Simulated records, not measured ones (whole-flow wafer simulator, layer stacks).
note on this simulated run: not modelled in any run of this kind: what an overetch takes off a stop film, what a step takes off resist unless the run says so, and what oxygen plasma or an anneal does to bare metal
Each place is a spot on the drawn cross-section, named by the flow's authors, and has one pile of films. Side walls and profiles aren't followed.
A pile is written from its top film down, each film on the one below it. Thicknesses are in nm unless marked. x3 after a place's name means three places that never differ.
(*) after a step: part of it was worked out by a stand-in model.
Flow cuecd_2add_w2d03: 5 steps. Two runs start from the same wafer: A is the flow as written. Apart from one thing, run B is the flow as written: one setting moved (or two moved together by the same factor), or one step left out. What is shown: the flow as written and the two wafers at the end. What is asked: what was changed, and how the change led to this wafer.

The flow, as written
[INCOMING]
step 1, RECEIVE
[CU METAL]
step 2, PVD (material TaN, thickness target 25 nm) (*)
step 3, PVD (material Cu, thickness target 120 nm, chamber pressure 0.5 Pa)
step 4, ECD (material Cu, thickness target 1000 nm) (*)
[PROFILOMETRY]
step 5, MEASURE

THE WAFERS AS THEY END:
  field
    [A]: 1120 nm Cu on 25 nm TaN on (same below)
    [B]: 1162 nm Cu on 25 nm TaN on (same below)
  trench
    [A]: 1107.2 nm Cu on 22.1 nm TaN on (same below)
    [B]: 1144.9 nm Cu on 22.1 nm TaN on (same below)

Cause: step 3, PVD: thickness target 162 nm was run, whereas the flow has thickness target 120 nm.

Step by step, how the change led to this:
  step 3, PVD (material Cu, thickness target 120 nm, chamber pressure 0.5 Pa)
      field: A +120 Cu (new film) | B +162 Cu (new film)
      trench: A +107.2 Cu (new film) | B +144.9 Cu (new film)
